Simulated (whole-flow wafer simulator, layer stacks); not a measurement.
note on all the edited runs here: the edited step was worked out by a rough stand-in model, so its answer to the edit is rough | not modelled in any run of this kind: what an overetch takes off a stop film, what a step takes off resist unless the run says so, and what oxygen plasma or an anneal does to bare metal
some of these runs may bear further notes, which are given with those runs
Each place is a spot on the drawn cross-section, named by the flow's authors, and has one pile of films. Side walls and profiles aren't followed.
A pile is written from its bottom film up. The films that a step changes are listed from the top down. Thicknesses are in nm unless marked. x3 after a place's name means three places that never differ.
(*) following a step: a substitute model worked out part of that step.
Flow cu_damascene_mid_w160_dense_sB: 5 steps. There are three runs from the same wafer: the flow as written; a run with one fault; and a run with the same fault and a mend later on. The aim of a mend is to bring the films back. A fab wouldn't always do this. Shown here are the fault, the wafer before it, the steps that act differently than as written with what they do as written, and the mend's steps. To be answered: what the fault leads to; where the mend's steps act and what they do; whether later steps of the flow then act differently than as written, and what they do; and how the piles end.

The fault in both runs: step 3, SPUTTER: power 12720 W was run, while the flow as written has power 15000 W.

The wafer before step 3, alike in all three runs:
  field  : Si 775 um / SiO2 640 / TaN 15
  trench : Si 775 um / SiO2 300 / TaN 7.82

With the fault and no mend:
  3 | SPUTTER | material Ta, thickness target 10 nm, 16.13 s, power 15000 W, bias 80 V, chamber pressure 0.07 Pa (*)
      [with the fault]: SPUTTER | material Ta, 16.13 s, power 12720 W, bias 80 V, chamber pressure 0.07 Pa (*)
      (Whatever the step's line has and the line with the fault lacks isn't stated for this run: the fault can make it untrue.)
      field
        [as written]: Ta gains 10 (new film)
        [with the fault]: Ta gains 8.48 (new film)
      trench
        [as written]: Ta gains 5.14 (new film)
        [with the fault]: Ta gains 4.26 (new film)
  None of the later steps of the flow differs from how it acts as written, at any place that is followed, by more than 2% or 0.5 nm, whichever is larger.
  By the end, the piles at field, trench depart from the flow's by more than 2% or 0.5 nm, whichever is larger.
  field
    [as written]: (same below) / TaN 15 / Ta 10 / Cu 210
    [with the fault]: (same below) / TaN 15 / Ta 8.48 / Cu 210
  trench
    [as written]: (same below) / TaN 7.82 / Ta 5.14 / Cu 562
    [with the fault]: (same below) / TaN 7.82 / Ta 4.26 / Cu 561.4

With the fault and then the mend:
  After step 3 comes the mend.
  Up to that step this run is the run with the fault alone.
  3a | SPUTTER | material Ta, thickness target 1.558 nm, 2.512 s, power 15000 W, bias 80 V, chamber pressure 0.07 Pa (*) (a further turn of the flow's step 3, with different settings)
      field
        Ta gains 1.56
      trench
        Ta gains 0.78
  None of the later steps of the flow differs from how it acts as written, at any place that is followed, by more than 2% or 0.5 nm, whichever is larger.
  The piles end only slightly different from the flow's at the places that both follow, by no more than 2% or 0.5 nm, whichever is larger.
